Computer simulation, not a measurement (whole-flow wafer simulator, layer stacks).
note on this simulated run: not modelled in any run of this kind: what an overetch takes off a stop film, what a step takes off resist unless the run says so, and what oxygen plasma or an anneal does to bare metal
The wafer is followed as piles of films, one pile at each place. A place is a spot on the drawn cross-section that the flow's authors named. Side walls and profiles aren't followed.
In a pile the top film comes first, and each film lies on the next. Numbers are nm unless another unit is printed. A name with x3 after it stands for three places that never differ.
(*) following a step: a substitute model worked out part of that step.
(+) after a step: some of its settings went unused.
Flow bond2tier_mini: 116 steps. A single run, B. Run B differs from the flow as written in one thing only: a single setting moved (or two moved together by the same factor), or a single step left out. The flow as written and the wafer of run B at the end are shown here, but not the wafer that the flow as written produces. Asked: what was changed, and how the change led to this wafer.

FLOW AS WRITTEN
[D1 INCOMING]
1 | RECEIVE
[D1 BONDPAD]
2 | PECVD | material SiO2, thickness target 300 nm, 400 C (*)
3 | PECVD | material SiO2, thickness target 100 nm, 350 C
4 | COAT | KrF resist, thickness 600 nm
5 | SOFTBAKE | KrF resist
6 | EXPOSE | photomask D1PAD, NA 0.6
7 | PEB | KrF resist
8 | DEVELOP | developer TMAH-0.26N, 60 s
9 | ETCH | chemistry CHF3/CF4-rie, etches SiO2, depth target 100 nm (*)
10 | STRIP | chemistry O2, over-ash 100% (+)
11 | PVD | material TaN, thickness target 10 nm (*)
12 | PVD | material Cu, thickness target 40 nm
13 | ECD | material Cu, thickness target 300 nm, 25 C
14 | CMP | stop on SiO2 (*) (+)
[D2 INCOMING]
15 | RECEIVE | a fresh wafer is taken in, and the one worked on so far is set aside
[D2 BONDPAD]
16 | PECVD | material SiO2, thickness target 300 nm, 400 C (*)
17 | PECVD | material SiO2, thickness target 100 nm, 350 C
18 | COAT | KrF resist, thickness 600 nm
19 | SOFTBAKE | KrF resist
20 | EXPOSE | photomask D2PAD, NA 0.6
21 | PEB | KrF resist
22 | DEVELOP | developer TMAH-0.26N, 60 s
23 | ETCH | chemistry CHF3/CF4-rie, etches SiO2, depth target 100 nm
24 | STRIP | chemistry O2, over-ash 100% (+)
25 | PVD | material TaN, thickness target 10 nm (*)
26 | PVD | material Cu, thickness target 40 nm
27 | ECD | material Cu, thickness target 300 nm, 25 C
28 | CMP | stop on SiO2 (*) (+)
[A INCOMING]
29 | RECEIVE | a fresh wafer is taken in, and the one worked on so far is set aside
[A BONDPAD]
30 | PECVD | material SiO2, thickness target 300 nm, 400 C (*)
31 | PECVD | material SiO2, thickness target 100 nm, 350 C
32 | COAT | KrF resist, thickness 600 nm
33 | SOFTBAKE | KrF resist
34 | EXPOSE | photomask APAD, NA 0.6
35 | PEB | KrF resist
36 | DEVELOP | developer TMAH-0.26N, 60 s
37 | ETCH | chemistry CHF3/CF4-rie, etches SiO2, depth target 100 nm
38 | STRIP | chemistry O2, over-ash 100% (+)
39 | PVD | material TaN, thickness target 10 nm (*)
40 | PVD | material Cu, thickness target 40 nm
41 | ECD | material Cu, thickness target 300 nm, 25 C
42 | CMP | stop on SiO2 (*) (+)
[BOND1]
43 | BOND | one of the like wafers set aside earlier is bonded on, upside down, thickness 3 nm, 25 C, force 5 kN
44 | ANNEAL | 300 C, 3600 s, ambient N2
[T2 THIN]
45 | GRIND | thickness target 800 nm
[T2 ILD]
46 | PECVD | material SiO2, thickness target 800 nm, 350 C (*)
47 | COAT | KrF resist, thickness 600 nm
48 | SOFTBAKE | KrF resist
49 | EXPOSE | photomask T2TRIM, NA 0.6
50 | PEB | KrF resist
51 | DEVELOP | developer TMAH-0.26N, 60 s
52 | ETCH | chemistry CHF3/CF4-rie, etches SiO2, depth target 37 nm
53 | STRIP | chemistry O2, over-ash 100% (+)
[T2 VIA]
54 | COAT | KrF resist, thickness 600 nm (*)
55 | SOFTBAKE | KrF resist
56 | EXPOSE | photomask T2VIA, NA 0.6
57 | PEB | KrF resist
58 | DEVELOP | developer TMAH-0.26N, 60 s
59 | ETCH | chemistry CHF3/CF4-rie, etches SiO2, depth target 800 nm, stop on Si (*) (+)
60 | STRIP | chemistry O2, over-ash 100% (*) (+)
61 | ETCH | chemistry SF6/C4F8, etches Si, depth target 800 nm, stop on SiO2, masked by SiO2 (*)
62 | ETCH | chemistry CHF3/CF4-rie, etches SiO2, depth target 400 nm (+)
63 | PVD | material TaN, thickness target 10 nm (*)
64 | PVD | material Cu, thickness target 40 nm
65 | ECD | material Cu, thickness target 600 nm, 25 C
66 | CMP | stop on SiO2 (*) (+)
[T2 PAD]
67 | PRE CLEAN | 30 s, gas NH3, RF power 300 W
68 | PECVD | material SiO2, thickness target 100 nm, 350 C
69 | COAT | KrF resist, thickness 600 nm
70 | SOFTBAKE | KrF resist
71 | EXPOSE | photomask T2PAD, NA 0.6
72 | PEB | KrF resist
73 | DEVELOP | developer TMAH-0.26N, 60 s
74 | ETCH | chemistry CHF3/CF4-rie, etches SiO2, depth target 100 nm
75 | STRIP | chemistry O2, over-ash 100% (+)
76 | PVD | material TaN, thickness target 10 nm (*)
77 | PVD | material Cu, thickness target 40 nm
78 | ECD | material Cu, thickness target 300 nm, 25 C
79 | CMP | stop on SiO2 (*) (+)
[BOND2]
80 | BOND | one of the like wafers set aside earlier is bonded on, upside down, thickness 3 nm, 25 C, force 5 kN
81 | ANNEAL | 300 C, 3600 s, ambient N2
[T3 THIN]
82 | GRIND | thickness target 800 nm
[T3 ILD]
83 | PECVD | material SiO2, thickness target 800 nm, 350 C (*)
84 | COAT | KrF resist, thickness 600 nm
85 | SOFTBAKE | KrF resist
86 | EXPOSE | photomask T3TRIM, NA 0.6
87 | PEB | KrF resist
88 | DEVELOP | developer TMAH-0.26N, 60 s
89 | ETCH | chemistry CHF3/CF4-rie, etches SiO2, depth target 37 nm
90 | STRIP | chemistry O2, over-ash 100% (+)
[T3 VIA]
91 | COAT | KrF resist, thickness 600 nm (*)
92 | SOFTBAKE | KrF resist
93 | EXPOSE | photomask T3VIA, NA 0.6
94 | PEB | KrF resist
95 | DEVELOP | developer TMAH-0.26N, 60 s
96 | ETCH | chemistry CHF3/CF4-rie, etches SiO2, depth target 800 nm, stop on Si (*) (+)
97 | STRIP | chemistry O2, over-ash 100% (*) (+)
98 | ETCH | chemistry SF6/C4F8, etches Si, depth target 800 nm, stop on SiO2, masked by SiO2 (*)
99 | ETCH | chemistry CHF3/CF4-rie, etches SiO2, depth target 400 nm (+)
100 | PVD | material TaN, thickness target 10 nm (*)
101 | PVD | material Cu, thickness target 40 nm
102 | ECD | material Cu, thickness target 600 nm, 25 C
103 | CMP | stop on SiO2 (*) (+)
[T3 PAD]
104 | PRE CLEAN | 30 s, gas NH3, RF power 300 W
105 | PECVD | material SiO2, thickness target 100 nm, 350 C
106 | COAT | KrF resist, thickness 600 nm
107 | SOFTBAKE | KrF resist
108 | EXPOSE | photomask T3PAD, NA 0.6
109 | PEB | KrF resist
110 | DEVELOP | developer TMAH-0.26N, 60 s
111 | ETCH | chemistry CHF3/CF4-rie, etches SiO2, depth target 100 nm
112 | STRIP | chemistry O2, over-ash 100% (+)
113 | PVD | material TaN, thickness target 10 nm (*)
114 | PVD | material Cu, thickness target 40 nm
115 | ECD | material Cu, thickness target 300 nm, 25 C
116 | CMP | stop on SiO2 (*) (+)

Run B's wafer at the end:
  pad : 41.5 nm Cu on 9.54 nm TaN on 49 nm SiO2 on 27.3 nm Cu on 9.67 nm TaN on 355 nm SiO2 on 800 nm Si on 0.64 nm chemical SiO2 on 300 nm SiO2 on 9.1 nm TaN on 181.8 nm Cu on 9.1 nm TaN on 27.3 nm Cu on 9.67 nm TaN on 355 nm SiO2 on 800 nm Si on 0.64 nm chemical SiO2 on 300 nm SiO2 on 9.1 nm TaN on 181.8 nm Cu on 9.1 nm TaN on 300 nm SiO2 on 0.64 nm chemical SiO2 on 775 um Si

The reason: step 111, ETCH: depth target 51 nm was run, whereas the flow has depth target 100 nm.

The path from the change to this, step by step:
  111 | ETCH | chemistry CHF3/CF4-rie, etches SiO2, depth target 100 nm
      pad: -51 SiO2 (in the flow as written it would be: -100 SiO2 (all of it))
      field: -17 KrF resist (in the flow as written it would be: -33.3 KrF resist)
  112 | STRIP | chemistry O2, over-ash 100% (+)
      field: -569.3 KrF resist (all of it) (in the flow as written it would be: -552.9 KrF resist (all of it))
  114 | PVD | material Cu, thickness target 40 nm
      pad: +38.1 Cu (new film) (in the flow as written it would be: +36.4 Cu (new film))
  115 | ECD | material Cu, thickness target 300 nm, 25 C
      pad: +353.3 Cu (in the flow as written it would be: +404.5 Cu)
With metal films that touch counted as one body, pad has 4 bodies (between them, from the top down: SiO2 49; SiO2 355 / Si 800 / chemical SiO2 0.64 / SiO2 300; SiO2 355 / Si 800 / chemical SiO2 0.64 / SiO2 300); the flow as written gives 3 bodies (between them, from the top down: SiO2 355 / Si 800 / chemical SiO2 0.64 / SiO2 300; SiO2 355 / Si 800 / chemical SiO2 0.64 / SiO2 300).
